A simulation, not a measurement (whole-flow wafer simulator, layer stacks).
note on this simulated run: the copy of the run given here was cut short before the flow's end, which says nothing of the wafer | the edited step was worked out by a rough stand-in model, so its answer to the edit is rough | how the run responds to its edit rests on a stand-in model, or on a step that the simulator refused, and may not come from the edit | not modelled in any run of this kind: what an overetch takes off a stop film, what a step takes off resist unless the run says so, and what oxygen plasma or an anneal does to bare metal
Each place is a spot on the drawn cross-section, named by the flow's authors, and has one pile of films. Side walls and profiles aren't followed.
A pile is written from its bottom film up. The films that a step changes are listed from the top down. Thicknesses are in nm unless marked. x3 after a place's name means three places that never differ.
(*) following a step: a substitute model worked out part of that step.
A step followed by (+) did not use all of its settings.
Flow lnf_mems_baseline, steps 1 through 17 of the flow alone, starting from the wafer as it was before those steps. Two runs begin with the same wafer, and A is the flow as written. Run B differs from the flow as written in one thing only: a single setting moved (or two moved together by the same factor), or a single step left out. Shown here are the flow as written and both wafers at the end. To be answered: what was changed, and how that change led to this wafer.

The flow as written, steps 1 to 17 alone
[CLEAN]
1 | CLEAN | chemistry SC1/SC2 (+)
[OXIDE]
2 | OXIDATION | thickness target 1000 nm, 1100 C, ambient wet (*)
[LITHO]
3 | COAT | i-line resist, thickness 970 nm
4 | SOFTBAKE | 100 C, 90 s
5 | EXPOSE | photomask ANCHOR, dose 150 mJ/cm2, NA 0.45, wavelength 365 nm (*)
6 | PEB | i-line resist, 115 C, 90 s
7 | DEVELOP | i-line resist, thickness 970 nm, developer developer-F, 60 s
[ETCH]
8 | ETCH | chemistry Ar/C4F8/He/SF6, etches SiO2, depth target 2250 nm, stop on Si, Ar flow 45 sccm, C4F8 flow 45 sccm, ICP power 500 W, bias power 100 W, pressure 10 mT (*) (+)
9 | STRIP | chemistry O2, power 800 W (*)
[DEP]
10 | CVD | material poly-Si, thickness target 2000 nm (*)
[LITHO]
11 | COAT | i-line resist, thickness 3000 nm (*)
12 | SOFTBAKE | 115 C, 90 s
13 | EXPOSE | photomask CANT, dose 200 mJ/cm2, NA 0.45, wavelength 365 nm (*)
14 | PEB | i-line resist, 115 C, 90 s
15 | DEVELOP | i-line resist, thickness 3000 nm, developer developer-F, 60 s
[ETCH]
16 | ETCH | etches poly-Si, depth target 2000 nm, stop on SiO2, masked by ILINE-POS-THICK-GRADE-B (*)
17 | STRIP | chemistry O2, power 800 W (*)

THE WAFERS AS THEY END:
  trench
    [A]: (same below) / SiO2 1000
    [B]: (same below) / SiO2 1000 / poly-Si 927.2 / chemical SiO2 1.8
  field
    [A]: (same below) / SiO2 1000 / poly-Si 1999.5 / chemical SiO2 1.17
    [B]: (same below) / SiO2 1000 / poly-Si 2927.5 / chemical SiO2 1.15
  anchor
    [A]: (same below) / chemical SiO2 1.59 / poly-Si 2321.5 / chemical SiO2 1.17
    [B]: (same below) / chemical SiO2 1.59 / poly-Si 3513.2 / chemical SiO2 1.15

Cause: step 10, CVD: thickness target 2928 nm was run, though the flow has thickness target 2000 nm.

Step by step, how the change led to this:
  10 | CVD | material poly-Si, thickness target 2000 nm (*)
      field, beam, trench, char_slit: A poly-Si gains 2000 (new film) | B poly-Si gains 2928 (new film)
      anchor: A poly-Si gains 2322 (new film) | B poly-Si gains 3513.7 (new film)
  11 | COAT | i-line resist, thickness 3000 nm (*)
      anchor: A i-line resist gains 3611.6 (new film) | B i-line resist gains 3362.5 (new film)
  12 | SOFTBAKE | 115 C, 90 s
      field: A i-line resist loses 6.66 | B i-line resist loses 5.25
      anchor: A i-line resist gains 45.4 | B i-line resist gains 35
      (and at 2 other places as well)
  14 | PEB | i-line resist, 115 C, 90 s
      anchor: A i-line resist loses 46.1 | B i-line resist loses 41.5
  16 | ETCH | etches poly-Si, depth target 2000 nm, stop on SiO2, masked by ILINE-POS-THICK-GRADE-B (*)
      trench, char_slit: A poly-Si loses 2000 (all of it) | B poly-Si loses 2000
  17 | STRIP | chemistry O2, power 800 W (*)
      trench, char_slit: A nothing | B chemical SiO2 gains 1.8 (new film), poly-Si loses 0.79
      anchor: A chemical SiO2 gains 1.17 (new film), i-line resist loses 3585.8 (all of it), poly-Si loses 0.52 | B chemical SiO2 gains 1.15 (new film), i-line resist loses 3330.9 (all of it), poly-Si loses 0.51
